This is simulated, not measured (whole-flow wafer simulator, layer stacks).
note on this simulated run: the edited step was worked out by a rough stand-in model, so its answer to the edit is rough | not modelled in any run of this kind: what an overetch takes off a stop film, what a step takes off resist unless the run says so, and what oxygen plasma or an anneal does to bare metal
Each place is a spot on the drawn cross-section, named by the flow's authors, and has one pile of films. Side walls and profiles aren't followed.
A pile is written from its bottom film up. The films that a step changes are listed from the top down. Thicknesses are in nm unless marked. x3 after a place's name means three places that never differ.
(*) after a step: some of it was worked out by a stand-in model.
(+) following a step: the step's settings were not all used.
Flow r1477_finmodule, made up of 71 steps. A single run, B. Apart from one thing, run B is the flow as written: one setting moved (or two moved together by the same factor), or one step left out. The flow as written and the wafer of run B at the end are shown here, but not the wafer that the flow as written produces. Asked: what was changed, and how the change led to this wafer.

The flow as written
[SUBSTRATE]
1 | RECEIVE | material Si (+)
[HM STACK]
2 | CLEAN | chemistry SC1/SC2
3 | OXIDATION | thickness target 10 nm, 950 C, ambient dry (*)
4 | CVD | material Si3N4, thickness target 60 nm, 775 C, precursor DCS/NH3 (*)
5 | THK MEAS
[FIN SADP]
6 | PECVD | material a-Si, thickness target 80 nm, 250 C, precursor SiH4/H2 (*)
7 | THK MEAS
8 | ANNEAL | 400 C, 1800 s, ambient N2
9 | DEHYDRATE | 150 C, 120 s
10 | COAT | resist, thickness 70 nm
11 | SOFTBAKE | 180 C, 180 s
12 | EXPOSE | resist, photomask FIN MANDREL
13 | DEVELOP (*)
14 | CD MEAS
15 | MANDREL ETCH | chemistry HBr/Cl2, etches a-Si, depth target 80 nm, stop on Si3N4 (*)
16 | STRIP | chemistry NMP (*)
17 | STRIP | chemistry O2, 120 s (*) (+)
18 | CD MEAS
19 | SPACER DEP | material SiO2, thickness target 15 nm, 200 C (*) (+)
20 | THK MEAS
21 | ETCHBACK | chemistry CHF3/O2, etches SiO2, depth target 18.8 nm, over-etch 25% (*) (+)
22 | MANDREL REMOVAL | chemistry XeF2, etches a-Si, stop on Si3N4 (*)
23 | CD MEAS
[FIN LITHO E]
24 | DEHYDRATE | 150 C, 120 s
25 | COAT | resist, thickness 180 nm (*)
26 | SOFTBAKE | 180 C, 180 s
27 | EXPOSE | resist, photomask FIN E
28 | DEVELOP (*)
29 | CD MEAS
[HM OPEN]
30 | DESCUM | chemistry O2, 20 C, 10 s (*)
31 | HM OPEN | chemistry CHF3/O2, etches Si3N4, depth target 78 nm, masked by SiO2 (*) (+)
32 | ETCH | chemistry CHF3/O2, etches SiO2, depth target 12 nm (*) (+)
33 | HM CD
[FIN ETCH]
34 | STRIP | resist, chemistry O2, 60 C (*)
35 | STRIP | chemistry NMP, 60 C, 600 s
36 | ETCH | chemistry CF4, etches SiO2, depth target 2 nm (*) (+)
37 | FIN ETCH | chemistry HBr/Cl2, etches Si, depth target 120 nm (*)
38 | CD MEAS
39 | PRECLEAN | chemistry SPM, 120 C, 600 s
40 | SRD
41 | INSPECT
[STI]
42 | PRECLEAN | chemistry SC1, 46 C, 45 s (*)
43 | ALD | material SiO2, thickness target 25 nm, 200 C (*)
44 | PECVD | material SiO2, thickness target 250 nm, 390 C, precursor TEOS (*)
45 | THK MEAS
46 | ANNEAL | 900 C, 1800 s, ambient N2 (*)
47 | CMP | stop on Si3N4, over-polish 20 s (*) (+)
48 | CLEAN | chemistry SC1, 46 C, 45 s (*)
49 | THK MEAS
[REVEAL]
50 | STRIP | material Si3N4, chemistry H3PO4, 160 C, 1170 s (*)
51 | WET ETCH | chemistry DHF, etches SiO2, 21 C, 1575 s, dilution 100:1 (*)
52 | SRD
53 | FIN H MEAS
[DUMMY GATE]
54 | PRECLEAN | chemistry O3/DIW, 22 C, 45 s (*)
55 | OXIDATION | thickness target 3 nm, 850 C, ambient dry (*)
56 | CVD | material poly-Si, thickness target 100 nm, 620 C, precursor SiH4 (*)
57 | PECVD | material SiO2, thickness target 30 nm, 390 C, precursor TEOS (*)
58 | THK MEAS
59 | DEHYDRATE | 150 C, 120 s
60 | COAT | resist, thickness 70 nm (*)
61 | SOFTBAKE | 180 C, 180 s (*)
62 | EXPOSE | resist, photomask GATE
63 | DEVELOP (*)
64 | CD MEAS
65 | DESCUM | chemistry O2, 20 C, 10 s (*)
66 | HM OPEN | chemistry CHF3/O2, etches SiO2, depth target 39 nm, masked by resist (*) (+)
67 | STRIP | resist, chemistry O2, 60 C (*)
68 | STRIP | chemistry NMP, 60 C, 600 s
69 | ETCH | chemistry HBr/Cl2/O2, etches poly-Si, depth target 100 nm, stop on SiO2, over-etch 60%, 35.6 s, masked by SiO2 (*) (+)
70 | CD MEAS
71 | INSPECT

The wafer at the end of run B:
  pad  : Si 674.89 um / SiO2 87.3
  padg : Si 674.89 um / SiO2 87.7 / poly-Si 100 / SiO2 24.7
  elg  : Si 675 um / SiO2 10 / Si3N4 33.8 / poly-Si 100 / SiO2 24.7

Cause: step 37, FIN ETCH: depth target 104.4 nm was run, whereas the flow has depth target 120 nm.

Step by step, how the change led to this:
  37 | FIN ETCH | chemistry HBr/Cl2, etches Si, depth target 120 nm (*)
      pad, padg, esg and 19 more: Si loses 104.4 (in the flow as written it would be: Si loses 120)
      elg, e40lg, e100lg, e200lg, elo, e40lo, e100lo, e200lo: Si3N4 loses 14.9 (in the flow as written it would be: Si3N4 loses 17.1)
      (and at 6 other places as well)
  43 | ALD | material SiO2, thickness target 25 nm, 200 C (*)
      s40cg, s45cg, s50cg, s40co, s45co, s50co: SiO2 gains 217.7 (new film) (in the flow as written it would be: SiO2 gains 232.1 (new film))
      esg: SiO2 gains 180.9 (new film) (in the flow as written it would be: SiO2 gains 194.3 (new film))
  47 | CMP | stop on Si3N4, over-polish 20 s (*) (+)
      pad, padg, e40sg and 11 more: SiO2 loses 87.4 (in the flow as written it would be: SiO2 loses 71.8)
      eso: SiO2 loses 88 (in the flow as written it would be: SiO2 loses 72.4)
  51 | WET ETCH | chemistry DHF, etches SiO2, 21 C, 1575 s, dilution 100:1 (*)
      elg, e40lg, e100lg, e200lg, elo, e40lo, e100lo, e200lo: SiO2 loses 15.6 (all of it), Si3N4 loses 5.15 (in the flow as written it would be: SiO2 loses 17.8 (all of it), Si3N4 loses 4.97)
  67 | STRIP | resist, chemistry O2, 60 C (*)
      e40sg: resist loses 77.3 (all of it) (in the flow as written it would be: resist loses 75.4 (all of it))
      e100sg: resist loses 77.2 (all of it) (in the flow as written it would be: resist loses 75.3 (all of it))
      (and at 1 other place as well)
